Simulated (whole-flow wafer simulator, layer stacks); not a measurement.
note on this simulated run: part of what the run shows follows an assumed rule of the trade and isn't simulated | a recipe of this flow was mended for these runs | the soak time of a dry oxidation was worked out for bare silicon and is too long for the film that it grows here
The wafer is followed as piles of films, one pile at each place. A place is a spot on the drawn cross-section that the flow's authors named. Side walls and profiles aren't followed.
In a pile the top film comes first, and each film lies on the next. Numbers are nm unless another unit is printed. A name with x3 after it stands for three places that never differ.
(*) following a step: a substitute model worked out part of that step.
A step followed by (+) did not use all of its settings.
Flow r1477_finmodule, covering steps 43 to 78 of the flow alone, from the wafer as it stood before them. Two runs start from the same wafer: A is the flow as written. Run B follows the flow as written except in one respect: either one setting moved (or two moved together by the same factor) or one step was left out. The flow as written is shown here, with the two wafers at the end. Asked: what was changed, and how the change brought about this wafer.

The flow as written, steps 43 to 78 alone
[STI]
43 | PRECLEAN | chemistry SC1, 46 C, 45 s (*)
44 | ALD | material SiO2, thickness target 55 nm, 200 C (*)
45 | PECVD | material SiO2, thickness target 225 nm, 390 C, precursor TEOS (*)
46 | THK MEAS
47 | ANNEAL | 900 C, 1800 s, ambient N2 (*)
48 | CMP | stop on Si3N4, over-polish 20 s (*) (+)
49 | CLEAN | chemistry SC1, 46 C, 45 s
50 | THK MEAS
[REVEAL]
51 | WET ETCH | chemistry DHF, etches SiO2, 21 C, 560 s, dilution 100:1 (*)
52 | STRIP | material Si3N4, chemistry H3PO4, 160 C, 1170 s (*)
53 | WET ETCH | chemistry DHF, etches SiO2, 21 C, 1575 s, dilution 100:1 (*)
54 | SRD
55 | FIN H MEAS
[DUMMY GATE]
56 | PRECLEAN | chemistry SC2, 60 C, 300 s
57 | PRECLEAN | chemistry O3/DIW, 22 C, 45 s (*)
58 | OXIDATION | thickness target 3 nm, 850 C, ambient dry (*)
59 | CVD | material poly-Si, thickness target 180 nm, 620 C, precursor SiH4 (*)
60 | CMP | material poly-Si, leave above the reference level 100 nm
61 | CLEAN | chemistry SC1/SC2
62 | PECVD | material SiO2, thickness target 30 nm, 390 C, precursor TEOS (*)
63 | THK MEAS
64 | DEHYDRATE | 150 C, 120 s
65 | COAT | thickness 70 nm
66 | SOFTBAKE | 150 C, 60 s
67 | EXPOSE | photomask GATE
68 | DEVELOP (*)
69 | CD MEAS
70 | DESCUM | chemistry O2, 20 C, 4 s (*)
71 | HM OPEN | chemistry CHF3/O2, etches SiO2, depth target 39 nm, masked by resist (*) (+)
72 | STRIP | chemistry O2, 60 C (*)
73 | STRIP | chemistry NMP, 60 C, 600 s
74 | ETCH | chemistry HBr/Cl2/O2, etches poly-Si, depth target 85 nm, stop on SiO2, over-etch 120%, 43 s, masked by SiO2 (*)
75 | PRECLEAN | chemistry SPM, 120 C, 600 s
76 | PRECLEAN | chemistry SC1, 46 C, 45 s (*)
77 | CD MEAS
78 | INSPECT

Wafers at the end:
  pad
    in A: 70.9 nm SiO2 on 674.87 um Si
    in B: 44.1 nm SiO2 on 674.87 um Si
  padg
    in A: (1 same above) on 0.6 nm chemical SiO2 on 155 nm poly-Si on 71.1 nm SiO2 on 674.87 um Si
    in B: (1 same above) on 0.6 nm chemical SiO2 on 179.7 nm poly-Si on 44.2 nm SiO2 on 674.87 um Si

The reason: step 45, PECVD: thickness target 112.5 nm was run, while the flow as written has thickness target 225 nm.

The path from the change to this, step by step:
  45 | PECVD | material SiO2, thickness target 225 nm, 390 C, precursor TEOS (*)
      pad, padg, elg x4 and 30 more: A +225 SiO2 | B +112.5 SiO2
  47 | ANNEAL | 900 C, 1800 s, ambient N2 (*)
      pad, padg, elg x4 and 30 more: A -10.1 SiO2 | B -5.06 SiO2
  48 | CMP | stop on Si3N4, over-polish 20 s (*) (+)
      pad, padg: A -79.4 SiO2 | B nothing
      elg x4, esg x3, e200sg, elo x4, eso x3, e200so: A -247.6 SiO2 | B -140.1 SiO2
      (as well as at 18 more places)
  60 | CMP | material poly-Si, leave above the reference level 100 nm
      pad, padg: A -24.8 poly-Si | B nothing
  74 | ETCH | chemistry HBr/Cl2/O2, etches poly-Si, depth target 85 nm, stop on SiO2, over-etch 120%, 43 s, masked by SiO2 (*)
      pad: A -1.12 chemical SiO2 (all of it), -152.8 poly-Si (all of it), -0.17 SiO2 | B -1.12 chemical SiO2 (all of it), -177.6 poly-Si (all of it), -0.05 SiO2
